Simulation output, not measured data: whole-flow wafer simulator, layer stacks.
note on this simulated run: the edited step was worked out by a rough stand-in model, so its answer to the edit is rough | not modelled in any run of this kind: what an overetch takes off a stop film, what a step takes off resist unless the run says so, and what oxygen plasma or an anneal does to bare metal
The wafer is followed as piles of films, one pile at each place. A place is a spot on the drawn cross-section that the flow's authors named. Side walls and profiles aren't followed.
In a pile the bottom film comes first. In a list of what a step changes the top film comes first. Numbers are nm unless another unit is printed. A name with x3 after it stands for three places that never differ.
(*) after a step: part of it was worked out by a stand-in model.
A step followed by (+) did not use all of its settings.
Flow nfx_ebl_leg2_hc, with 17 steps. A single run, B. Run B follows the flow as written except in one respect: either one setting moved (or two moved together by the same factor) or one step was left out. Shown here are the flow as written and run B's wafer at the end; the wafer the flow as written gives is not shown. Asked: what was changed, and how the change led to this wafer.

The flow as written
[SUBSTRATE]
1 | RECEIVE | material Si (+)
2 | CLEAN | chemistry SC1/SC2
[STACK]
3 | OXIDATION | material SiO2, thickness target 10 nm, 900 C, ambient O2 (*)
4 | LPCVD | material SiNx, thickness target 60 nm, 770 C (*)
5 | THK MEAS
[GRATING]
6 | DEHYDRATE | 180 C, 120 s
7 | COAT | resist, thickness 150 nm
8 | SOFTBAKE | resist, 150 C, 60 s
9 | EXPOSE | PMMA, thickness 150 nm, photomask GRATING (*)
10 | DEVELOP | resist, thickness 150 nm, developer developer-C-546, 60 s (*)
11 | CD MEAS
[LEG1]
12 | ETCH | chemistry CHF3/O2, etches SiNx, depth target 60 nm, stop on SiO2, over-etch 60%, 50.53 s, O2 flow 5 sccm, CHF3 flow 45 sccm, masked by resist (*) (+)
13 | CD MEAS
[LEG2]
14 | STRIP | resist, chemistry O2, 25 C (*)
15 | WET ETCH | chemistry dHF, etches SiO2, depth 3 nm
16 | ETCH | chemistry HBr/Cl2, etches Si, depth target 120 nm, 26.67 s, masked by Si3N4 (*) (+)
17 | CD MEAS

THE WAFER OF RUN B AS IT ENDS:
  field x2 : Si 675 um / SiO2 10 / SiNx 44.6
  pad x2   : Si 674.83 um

Cause: step 16, ETCH: depth target 162 nm was run, though the flow has depth target 120 nm; step 16, ETCH: 36 s was run, where the flow has 26.67 s.

How this came from the change, step by step:
  16 | ETCH | chemistry HBr/Cl2, etches Si, depth target 120 nm, 26.67 s, masked by Si3N4 (*) (+)
      field x2: SiNx loses 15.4 (it would be, as written: SiNx loses 11.4)
      pad x2: Si loses 162 (it would be, as written: Si loses 120)
